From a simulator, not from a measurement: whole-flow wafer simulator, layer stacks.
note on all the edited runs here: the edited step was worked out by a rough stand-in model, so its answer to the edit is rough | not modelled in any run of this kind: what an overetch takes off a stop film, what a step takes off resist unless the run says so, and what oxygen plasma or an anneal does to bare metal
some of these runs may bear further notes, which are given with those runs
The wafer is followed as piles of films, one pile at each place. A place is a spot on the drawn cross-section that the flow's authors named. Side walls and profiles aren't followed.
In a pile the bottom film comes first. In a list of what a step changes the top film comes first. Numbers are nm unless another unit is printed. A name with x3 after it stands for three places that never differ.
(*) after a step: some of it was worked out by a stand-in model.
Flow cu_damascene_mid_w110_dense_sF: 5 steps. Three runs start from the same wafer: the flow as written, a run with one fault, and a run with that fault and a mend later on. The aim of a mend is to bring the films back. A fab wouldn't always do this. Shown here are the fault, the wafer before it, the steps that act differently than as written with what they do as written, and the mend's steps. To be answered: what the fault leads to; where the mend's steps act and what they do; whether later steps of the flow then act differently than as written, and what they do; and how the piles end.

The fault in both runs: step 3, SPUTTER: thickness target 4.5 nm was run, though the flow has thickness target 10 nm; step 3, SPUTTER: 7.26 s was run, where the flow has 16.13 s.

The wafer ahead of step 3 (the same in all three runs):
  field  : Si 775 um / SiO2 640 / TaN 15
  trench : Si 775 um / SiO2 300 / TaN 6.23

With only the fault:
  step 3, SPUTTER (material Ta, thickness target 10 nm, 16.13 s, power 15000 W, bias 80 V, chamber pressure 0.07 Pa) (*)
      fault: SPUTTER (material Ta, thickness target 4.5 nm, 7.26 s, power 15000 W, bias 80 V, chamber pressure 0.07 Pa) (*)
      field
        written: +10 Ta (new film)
        fault: +4.5 Ta (new film)
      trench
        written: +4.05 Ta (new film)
        fault: +1.82 Ta (new film)
  Later steps of the flow that are run all act as written at every place that is followed, up to a difference of at most 2% or 0.5 nm, whichever is larger.
  The piles end different from the flow's at field, trench by more than 2% or 0.5 nm, whichever is larger.
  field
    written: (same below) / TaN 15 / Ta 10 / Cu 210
    fault: (same below) / TaN 15 / Ta 4.5 / Cu 210
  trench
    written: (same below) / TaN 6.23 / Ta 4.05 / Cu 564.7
    fault: (same below) / TaN 6.23 / Ta 1.82 / Cu 561.4

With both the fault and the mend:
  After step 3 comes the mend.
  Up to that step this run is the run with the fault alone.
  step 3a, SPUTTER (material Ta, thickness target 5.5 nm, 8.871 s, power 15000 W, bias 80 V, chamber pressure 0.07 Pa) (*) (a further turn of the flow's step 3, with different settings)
      field
        +5.5 Ta
      trench
        +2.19 Ta
  Later steps of the flow that are run all act as written at every place that is followed, up to a difference of at most 2% or 0.5 nm, whichever is larger.
  At the end the piles are close to the flow's at the places that both follow, differing by at most 2% or 0.5 nm, whichever is larger.
